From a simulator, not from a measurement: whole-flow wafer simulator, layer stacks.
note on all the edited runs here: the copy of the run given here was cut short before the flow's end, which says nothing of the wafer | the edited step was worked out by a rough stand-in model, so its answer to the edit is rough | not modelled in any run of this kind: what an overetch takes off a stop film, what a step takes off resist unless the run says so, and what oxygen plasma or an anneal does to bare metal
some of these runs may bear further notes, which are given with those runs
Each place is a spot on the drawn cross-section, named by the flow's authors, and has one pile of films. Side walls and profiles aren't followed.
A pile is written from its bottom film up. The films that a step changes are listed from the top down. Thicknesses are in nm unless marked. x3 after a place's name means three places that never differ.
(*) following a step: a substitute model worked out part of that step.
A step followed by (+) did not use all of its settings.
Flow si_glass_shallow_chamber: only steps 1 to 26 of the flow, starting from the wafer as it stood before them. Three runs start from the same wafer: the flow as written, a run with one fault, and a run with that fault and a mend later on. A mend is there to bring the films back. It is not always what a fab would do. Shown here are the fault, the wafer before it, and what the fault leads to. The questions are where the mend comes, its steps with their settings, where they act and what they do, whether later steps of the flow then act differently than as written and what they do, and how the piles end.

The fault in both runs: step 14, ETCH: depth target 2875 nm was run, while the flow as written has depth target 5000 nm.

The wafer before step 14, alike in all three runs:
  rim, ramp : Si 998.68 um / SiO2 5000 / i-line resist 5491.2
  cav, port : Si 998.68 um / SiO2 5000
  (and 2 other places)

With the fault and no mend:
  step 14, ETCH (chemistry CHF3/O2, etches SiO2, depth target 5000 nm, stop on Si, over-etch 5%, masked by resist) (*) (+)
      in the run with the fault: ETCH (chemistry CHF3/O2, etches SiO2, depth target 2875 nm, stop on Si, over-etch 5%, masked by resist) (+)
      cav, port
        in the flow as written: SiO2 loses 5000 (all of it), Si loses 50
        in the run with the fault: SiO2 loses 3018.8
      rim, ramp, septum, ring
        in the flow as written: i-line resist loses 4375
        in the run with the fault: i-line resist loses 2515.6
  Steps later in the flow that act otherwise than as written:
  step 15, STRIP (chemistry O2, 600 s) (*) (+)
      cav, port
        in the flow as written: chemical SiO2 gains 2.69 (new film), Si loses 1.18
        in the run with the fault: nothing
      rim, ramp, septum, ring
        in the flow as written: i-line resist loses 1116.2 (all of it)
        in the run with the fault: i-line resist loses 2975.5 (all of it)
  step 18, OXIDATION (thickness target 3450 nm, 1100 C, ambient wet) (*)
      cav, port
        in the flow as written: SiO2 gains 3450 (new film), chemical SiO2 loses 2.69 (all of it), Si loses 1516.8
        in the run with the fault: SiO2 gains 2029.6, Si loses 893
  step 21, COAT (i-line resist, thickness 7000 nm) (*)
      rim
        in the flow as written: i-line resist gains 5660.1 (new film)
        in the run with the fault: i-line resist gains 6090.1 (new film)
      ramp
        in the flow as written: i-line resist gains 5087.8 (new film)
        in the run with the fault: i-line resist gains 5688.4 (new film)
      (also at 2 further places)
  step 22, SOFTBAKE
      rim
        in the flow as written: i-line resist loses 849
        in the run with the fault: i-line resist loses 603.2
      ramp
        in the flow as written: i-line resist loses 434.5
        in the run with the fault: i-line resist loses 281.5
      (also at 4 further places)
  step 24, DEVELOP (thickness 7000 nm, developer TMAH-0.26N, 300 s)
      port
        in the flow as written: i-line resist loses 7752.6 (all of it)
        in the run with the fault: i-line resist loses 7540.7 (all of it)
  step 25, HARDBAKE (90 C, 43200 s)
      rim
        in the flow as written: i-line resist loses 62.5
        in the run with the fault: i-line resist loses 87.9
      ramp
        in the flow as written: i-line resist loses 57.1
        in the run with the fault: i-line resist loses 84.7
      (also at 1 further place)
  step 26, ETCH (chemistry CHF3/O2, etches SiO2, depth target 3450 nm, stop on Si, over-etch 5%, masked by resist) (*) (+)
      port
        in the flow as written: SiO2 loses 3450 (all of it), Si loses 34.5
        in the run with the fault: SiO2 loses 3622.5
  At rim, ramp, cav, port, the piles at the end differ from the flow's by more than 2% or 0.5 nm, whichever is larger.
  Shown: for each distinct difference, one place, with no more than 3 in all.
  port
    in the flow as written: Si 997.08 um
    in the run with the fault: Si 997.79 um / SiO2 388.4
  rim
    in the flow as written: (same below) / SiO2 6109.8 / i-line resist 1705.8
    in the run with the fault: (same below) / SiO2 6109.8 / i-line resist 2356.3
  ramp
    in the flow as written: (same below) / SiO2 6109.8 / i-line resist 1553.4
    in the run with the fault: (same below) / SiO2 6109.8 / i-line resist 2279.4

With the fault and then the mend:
  The mend follows step 14.
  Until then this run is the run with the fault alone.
  step 14a, ETCH (chemistry CHF3/O2, etches SiO2, depth target 2125 nm, stop on Si, over-etch 5%, masked by resist) (*) (the flow's step 14 again, with other settings)
      rim, ramp, septum, ring
        i-line resist loses 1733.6
      cav, port
        SiO2 loses 1981.2 (all of it), Si loses 50
  Steps later in the flow that act otherwise than as written:
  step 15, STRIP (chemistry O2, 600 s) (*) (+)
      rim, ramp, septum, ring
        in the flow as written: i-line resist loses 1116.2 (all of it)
        in the run with the mend: i-line resist loses 1241.9 (all of it)
  By the end, the piles equal the flow's at every place that both follow.
